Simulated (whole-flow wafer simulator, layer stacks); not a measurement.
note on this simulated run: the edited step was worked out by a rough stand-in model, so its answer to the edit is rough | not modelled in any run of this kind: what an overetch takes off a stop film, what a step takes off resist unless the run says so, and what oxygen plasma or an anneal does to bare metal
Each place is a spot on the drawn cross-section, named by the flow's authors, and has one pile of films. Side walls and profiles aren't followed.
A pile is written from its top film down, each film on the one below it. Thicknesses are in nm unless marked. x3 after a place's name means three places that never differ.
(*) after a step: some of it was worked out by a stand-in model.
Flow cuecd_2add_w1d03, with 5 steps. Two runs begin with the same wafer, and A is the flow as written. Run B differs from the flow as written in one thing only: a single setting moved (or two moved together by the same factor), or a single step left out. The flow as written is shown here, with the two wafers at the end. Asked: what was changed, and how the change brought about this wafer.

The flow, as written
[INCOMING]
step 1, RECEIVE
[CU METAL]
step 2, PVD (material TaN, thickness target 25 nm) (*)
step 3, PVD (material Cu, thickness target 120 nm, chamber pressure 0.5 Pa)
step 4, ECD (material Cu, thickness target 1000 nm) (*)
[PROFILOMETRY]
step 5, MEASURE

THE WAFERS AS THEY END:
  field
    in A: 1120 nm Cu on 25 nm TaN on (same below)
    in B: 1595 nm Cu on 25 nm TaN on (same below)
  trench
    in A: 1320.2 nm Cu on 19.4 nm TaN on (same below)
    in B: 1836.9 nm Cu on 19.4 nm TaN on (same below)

The reason: step 4, ECD: thickness target 1475 nm was run, while the flow as written has thickness target 1000 nm.

Step by step, how the change led to this:
  step 4, ECD (material Cu, thickness target 1000 nm) (*)
      field: A +1000 Cu | B +1475 Cu
      trench: A +1226.8 Cu | B +1743.5 Cu
